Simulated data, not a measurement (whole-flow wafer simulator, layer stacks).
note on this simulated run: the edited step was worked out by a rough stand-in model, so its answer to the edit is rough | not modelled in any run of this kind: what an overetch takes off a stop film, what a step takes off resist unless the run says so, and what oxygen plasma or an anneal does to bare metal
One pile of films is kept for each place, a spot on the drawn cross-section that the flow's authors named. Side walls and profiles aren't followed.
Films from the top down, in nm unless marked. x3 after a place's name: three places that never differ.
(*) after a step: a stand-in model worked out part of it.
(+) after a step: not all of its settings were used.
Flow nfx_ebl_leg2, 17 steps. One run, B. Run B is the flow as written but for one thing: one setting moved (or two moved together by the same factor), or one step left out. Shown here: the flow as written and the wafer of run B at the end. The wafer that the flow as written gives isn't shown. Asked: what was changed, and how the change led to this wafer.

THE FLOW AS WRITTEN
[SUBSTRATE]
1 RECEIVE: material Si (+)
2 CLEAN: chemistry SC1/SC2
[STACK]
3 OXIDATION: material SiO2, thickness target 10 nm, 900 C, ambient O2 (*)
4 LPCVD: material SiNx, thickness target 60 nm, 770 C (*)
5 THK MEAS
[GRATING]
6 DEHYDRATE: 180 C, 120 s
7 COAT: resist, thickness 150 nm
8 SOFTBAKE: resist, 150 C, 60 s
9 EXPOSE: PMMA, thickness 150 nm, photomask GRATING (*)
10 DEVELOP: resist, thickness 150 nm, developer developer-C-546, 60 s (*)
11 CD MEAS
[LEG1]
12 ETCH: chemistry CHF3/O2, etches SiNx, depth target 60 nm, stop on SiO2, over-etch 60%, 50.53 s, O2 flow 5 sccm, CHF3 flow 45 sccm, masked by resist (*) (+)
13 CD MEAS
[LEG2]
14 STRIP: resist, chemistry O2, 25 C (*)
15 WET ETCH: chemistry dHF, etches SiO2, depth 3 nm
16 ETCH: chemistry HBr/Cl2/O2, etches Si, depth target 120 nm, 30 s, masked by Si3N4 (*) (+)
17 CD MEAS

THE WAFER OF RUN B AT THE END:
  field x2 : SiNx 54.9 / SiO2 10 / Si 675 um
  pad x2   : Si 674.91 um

The cause: step 16, ETCH: depth target 90 nm was run, where the flow has depth target 120 nm; step 16, ETCH: 22.5 s was run, where the flow has 30 s.

How the change led to this, step by step:
  16 ETCH: chemistry HBr/Cl2/O2, etches Si, depth target 120 nm, 30 s, masked by Si3N4 (*) (+)
      field x2: SiNx -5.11 (as written it would be: SiNx -6.82)
      pad x2: Si -90 (as written it would be: Si -120)
